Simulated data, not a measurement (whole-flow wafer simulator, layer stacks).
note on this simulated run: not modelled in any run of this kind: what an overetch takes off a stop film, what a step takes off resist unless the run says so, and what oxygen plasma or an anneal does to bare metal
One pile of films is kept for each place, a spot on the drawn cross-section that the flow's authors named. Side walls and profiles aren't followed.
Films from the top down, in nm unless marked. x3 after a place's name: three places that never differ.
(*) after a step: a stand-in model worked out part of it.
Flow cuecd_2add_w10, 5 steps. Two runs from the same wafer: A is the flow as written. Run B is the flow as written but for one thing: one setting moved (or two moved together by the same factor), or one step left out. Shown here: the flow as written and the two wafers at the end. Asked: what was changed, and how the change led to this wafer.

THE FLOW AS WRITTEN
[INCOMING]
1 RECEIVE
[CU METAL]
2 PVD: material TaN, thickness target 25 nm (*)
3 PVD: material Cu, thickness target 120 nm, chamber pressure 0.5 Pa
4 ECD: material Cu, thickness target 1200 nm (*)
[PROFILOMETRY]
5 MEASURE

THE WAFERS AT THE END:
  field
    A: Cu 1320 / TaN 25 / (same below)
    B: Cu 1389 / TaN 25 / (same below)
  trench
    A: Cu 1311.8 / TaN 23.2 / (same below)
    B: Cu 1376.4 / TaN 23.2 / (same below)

The cause: step 3, PVD: thickness target 189 nm was run, where the flow has thickness target 120 nm.

How the change led to this, step by step:
  3 PVD: material Cu, thickness target 120 nm, chamber pressure 0.5 Pa
      field: A Cu +120 (new film) | B Cu +189 (new film)
      trench: A Cu +111.8 (new film) | B Cu +176.4 (new film)
